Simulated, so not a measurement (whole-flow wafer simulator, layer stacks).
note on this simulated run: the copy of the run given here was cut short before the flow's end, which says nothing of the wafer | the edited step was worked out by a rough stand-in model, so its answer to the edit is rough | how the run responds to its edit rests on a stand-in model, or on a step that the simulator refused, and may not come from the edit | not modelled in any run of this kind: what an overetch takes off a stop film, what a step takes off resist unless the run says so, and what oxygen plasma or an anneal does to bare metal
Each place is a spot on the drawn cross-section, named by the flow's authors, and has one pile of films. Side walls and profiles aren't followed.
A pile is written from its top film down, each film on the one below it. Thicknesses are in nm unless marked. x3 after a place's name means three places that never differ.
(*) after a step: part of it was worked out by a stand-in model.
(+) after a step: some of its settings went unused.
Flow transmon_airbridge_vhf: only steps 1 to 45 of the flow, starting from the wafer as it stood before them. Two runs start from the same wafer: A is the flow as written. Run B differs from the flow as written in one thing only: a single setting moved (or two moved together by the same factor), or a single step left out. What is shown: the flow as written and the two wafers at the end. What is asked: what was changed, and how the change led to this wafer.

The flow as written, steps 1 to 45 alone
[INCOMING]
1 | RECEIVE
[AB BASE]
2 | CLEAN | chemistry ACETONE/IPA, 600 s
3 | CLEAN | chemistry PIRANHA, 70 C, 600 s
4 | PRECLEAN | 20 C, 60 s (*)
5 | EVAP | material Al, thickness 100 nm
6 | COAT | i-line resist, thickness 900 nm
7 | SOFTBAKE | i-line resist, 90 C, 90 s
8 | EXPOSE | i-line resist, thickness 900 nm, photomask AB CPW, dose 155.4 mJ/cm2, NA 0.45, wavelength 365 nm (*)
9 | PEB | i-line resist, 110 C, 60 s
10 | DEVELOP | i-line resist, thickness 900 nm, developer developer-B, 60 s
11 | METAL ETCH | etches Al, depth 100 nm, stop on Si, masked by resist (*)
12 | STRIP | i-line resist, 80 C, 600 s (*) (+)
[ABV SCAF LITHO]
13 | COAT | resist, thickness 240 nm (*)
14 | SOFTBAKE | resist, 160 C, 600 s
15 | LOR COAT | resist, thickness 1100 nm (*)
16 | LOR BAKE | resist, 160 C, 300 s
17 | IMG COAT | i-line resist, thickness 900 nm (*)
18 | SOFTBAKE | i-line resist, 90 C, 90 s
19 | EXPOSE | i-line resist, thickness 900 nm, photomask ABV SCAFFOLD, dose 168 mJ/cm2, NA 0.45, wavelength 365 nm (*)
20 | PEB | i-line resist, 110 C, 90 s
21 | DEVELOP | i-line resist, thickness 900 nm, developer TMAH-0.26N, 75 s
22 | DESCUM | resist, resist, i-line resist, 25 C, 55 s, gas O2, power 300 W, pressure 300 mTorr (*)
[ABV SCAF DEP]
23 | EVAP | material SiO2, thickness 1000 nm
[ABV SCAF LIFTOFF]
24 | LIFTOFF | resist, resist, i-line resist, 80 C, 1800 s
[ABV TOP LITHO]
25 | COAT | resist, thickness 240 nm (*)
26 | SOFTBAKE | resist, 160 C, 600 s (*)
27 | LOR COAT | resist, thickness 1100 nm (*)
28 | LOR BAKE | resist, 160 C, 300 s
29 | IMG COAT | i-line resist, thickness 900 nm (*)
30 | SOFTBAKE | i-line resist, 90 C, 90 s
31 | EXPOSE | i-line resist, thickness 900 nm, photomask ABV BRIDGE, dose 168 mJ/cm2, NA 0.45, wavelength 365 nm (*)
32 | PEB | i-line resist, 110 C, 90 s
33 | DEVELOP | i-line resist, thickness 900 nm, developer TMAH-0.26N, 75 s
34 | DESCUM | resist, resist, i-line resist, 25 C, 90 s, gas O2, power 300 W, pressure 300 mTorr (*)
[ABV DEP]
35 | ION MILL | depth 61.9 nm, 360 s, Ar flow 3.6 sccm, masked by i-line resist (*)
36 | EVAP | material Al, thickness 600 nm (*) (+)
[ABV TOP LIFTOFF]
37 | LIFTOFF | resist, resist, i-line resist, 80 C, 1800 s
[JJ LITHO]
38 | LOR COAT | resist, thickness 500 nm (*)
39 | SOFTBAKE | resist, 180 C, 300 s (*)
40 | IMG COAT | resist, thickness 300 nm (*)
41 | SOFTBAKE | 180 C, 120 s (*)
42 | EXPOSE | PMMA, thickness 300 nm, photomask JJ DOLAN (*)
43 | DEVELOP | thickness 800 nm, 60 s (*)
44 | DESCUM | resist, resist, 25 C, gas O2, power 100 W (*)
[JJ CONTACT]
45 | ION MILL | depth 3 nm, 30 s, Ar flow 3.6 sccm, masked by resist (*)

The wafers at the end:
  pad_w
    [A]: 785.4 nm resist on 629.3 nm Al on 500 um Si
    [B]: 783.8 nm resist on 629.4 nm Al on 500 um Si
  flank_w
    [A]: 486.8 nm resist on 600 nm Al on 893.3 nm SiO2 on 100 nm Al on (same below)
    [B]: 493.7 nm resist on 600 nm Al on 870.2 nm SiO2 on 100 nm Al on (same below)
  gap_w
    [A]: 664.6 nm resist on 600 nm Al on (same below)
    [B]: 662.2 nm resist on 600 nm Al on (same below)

Cause: step 15, LOR COAT: thickness 1595 nm was run, whereas the flow has thickness 1100 nm.

How this came from the change, step by step:
  15 | LOR COAT | resist, thickness 1100 nm (*)
      field x3, jj_line, trace_open_s x2, margin_s, bridge_strip, margin_n: A resist gains 1100 | B resist gains 1595
      pad_w, pad_e: A resist gains 1090.9 | B resist gains 1583.4
      (as well as at 6 more places)
  21 | DEVELOP | i-line resist, thickness 900 nm, developer TMAH-0.26N, 75 s
      margin_s, bridge_strip, margin_n: A i-line resist loses 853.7 (all of it), resist loses 1100 | B i-line resist loses 853.7 (all of it), resist loses 1595
      flank_w, flank_e: A i-line resist loses 860.9 (all of it), resist loses 1086.4 | B i-line resist loses 861.8 (all of it), resist loses 1580.7
      (as well as at 3 more places)
  23 | EVAP | material SiO2, thickness 1000 nm
      flank_w, flank_e: A SiO2 gains 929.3 (new film) | B SiO2 gains 906.2 (new film)
  24 | LIFTOFF | resist, resist, i-line resist, 80 C, 1800 s
      field x3, jj_line, trace_open_s x2: A SiO2 loses 1000 (all of it), i-line resist loses 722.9 (all of it), resist loses 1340 (all of it) | B SiO2 loses 1000 (all of it), i-line resist loses 722.9 (all of it), resist loses 1835 (all of it)
      pad_w, pad_e: A SiO2 loses 1000 (all of it), i-line resist loses 718 (all of it), resist loses 1330.2 (all of it) | B SiO2 loses 1000 (all of it), i-line resist loses 719.8 (all of it), resist loses 1822.8 (all of it)
      (as well as at 1 more place)
  25 | COAT | resist, thickness 240 nm (*)
      flank_w, flank_e: A resist gains 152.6 (new film) | B resist gains 156.3 (new film)
  34 | DESCUM | resist, resist, i-line resist, 25 C, 90 s, gas O2, power 300 W, pressure 300 mTorr (*)
      flank_w, flank_e: A resist loses 152.6 (all of it) | B resist loses 156.3 (all of it)
  40 | IMG COAT | resist, thickness 300 nm (*)
      flank_w, flank_e: A resist gains 212.1 | B resist gains 217
